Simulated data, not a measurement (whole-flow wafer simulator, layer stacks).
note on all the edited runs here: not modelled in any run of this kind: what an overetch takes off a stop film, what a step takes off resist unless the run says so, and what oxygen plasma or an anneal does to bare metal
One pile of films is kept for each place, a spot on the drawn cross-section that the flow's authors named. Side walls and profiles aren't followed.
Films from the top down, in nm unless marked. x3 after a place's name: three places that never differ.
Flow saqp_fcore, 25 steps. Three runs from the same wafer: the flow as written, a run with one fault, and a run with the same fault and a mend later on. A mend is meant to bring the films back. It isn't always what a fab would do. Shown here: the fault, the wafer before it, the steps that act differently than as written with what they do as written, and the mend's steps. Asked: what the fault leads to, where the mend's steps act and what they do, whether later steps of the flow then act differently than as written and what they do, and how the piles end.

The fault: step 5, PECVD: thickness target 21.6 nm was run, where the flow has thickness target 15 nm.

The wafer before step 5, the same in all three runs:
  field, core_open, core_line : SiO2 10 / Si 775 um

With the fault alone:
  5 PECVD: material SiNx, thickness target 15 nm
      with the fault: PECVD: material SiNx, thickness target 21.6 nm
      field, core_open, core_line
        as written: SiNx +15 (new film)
        with the fault: SiNx +21.6 (new film)
  No later step of the flow acts differently than as written at any place that is followed.
  At the end the piles differ from the flow's by more than 2% or 0.5 nm, whichever is larger, at field, core_open, core_line.
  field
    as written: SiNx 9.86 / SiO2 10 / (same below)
    with the fault: SiNx 16.5 / SiO2 10 / (same below)
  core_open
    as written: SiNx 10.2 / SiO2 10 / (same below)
    with the fault: SiNx 16.8 / SiO2 10 / (same below)
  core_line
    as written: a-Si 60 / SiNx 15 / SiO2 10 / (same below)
    with the fault: a-Si 60 / SiNx 21.6 / SiO2 10 / (same below)

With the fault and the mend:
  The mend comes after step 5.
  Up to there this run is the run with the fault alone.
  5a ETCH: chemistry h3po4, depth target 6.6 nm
      field, core_open, core_line
        SiNx -6.6
  No later step of the flow acts differently than as written at any place that is followed.
  At the end the piles are the same as the flow's at every place that both follow.
